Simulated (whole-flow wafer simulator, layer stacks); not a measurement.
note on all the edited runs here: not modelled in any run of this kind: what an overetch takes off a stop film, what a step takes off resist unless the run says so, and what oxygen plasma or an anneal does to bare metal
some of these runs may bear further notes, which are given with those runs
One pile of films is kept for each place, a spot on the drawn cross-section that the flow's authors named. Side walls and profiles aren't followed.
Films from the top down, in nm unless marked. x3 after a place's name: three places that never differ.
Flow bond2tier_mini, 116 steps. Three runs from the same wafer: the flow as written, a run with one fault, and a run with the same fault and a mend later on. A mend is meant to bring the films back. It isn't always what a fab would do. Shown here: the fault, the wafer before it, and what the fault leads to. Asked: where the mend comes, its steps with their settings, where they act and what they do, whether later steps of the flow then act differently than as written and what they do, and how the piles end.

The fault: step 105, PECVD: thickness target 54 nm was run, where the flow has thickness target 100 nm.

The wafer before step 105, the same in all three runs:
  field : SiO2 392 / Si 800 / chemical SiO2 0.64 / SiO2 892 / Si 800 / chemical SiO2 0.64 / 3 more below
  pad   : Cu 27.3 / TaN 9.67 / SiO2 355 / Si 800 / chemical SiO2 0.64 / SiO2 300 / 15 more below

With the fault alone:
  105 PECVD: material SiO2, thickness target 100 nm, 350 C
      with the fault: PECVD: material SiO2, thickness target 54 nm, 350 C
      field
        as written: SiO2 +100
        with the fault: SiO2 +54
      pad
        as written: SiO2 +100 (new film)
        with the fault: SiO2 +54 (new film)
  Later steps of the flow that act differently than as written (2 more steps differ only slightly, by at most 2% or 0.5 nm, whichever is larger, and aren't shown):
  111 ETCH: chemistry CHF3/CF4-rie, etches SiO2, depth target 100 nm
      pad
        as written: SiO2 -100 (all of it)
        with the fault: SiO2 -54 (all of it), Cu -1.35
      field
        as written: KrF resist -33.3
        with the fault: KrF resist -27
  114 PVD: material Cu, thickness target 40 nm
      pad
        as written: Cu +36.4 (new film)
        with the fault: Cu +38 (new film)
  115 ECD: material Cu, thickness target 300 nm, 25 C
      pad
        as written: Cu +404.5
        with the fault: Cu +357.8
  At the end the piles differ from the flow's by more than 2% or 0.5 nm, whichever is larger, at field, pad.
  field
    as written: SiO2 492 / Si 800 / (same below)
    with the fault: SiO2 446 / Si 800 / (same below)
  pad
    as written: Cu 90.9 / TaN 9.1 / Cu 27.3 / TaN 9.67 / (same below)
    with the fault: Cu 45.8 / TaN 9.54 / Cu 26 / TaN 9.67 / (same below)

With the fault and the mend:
  The mend comes after step 105.
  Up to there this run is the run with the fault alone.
  105a PECVD: material SiO2, thickness target 46 nm, 350 C (the flow's step 105 once more, with other settings)
      field, pad
        SiO2 +46
  No later step of the flow acts differently than as written at any place that is followed.
  At the end the piles are the same as the flow's at every place that both follow.
